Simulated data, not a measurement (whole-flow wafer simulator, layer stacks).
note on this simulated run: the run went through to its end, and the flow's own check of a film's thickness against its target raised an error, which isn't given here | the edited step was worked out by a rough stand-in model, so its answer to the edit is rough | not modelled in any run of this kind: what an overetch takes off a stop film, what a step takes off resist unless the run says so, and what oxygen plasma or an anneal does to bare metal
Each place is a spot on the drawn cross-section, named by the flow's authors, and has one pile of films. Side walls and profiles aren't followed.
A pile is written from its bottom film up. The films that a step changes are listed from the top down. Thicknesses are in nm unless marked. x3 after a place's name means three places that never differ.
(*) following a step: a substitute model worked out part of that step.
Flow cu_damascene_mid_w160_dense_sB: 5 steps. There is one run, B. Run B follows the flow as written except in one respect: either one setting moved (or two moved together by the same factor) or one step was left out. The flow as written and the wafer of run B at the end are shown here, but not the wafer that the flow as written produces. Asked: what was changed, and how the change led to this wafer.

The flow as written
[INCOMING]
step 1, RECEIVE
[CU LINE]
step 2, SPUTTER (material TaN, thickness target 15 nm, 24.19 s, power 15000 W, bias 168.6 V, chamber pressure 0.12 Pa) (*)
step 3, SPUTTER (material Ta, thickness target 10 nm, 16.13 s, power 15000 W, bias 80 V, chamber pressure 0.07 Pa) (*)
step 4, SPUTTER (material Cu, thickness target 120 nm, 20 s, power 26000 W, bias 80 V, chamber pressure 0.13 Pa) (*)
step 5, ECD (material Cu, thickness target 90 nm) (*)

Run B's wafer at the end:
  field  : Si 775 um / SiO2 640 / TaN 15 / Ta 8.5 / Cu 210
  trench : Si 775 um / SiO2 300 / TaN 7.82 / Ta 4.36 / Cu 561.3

The reason: step 3, SPUTTER: thickness target 8.5 nm was run, though the flow has thickness target 10 nm; step 3, SPUTTER: 13.71 s was run, where the flow has 16.13 s.
The wafer itself shows it: field has Ta 8.5, and step 3 as written asks for 10 nm.

The path from the change to this, step by step:
  step 3, SPUTTER (material Ta, thickness target 10 nm, 16.13 s, power 15000 W, bias 80 V, chamber pressure 0.07 Pa) (*)
      field: +8.5 Ta (new film) (it would be, as written: +10 Ta (new film))
      trench: +4.36 Ta (new film) (it would be, as written: +5.14 Ta (new film))
